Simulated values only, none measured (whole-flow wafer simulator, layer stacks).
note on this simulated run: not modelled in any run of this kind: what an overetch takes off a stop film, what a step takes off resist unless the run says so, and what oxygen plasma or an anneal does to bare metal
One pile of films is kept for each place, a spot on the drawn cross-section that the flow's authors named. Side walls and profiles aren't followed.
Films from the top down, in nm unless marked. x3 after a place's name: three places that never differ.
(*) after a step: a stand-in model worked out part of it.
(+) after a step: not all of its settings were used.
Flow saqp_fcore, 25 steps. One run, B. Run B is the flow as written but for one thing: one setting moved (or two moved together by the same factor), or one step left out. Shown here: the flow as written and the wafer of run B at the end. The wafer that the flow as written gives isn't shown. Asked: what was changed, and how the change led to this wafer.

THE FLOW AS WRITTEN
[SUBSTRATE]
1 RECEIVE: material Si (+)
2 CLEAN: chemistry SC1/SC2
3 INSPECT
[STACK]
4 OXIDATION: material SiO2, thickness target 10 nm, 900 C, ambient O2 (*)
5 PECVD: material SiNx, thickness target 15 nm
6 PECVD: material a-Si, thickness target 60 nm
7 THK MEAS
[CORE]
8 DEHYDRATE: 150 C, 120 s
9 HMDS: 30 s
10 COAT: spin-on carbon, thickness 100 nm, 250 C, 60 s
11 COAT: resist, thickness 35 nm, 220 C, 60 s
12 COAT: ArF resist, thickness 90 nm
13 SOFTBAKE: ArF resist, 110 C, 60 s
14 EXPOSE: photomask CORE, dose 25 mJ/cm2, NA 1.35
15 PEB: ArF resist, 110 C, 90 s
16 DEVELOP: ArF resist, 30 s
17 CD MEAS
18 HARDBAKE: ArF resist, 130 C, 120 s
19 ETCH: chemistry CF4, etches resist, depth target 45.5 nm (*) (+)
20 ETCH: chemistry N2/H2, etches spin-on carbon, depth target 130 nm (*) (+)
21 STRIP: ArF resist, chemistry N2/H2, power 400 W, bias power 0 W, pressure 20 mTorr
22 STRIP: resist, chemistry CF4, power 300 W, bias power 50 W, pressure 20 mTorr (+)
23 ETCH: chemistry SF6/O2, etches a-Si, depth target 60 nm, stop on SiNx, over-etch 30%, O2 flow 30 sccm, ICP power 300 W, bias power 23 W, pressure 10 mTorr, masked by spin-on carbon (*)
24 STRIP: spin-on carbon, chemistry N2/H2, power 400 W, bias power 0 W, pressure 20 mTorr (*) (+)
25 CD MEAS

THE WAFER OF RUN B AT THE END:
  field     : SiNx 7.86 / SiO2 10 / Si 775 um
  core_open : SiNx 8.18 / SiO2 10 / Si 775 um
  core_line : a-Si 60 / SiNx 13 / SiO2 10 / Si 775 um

The cause: step 5, PECVD: thickness target 13 nm was run, where the flow has thickness target 15 nm.
It can be read off the wafer: core_line has SiNx 13, and step 5 as written asks for 15 nm.

How the change led to this, step by step:
  5 PECVD: material SiNx, thickness target 15 nm
      field, core_open, core_line: SiNx +13 (new film) (as written it would be: SiNx +15 (new film))
